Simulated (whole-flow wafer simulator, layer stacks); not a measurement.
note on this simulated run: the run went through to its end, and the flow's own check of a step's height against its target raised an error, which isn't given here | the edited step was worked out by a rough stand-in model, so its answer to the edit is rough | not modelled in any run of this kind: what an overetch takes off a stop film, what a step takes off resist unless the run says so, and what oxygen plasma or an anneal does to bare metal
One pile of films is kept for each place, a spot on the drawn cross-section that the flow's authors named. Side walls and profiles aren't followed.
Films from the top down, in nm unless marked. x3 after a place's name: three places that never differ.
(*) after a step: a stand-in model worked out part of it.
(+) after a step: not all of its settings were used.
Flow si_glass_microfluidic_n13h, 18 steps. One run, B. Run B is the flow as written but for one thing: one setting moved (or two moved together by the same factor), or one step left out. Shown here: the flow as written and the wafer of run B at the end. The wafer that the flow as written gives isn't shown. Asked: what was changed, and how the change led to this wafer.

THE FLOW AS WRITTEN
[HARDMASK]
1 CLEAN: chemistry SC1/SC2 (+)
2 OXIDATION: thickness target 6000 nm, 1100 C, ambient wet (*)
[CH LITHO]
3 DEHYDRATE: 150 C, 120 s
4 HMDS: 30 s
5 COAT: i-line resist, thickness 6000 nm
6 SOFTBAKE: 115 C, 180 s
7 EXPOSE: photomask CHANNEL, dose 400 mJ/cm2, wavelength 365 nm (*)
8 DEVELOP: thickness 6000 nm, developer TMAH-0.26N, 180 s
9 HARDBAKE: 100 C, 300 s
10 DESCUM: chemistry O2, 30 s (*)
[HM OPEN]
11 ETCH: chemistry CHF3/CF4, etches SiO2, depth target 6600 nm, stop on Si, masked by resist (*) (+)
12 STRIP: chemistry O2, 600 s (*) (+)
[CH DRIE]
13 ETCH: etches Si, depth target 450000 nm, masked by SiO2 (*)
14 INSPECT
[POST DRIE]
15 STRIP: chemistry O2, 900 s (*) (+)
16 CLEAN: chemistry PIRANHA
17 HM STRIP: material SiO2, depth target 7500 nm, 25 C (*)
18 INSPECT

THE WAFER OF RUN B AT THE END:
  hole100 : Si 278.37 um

The cause: step 13, ETCH: depth target 258800 nm was run, where the flow has depth target 450000 nm.

How the change led to this, step by step:
  13 ETCH: etches Si, depth target 450000 nm, masked by SiO2 (*)
      land: SiO2 -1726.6 (as written it would be: SiO2 -3004.3)
      hole100: chemical SiO2 -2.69 (all of it), Si -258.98 um (as written it would be: chemical SiO2 -2.69 (all of it), Si -450.64 um)
  17 HM STRIP: material SiO2, depth target 7500 nm, 25 C (*)
      land: SiO2 -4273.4 (all of it) (as written it would be: SiO2 -2995.7 (all of it))
